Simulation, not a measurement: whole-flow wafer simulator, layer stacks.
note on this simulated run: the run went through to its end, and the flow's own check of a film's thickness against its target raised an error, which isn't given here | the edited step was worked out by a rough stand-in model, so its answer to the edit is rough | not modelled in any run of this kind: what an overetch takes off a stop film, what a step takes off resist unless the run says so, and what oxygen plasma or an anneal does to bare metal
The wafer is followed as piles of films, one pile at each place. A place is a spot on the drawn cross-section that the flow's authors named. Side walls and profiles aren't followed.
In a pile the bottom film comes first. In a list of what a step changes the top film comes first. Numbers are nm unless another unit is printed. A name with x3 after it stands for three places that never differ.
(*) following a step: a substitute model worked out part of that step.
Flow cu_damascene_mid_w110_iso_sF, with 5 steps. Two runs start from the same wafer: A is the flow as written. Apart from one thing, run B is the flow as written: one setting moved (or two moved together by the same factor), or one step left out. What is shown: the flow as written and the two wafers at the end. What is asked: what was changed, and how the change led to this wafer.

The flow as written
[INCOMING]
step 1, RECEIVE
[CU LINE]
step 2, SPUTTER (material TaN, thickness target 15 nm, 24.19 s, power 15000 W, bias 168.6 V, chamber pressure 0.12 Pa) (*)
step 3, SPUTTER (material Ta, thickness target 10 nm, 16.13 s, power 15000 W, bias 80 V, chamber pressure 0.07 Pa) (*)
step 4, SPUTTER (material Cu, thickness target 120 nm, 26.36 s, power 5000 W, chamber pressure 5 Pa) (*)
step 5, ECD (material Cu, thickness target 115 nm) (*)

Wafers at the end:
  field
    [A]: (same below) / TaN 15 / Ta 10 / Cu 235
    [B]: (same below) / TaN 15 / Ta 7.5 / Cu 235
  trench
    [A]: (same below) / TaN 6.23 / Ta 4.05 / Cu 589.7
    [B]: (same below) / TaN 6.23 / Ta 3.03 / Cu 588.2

The reason: step 3, SPUTTER: thickness target 7.5 nm was run, whereas the flow has thickness target 10 nm; step 3, SPUTTER: 12.1 s was run, where the flow has 16.13 s.
The wafer lets one read it off: field has Ta 7.5, and step 3 as written asks for 10 nm.

Step by step, how the change led to this:
  step 3, SPUTTER (material Ta, thickness target 10 nm, 16.13 s, power 15000 W, bias 80 V, chamber pressure 0.07 Pa) (*)
      field: A Ta gains 10 (new film) | B Ta gains 7.5 (new film)
      trench: A Ta gains 4.05 (new film) | B Ta gains 3.03 (new film)
